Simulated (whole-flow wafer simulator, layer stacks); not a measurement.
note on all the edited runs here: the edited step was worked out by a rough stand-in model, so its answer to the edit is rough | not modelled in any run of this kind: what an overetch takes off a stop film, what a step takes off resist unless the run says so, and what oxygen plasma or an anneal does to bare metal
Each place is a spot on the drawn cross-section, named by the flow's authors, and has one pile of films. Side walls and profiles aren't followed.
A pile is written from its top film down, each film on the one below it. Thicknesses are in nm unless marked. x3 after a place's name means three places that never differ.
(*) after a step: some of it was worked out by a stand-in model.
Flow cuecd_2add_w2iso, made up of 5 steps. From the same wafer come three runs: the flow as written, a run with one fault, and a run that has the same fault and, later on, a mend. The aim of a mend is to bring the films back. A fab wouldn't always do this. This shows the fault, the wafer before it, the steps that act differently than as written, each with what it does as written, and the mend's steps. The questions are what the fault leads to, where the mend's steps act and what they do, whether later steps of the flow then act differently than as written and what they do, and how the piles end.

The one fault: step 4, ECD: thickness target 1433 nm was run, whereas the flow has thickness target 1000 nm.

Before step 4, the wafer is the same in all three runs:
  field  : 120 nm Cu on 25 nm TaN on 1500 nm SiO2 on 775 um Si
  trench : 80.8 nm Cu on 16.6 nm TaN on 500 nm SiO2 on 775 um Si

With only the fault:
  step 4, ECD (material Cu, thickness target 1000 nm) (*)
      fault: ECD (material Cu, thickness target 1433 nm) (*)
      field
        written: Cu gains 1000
        fault: Cu gains 1433
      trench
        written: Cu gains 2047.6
        fault: Cu gains 2480.6
  Every later step of the flow that is run acts as written at every place that is followed.
  By the end, the piles at field, trench depart from the flow's by more than 2% or 0.5 nm, whichever is larger.
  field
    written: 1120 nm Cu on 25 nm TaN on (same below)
    fault: 1553 nm Cu on 25 nm TaN on (same below)
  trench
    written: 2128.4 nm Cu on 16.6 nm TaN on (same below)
    fault: 2561.4 nm Cu on 16.6 nm TaN on (same below)

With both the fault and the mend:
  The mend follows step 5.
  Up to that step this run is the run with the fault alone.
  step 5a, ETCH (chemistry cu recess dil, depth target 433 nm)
      field, trench
        Cu loses 433
  Every later step of the flow that is run acts as written at every place that is followed.
  By the end, the piles equal the flow's at every place that both follow.
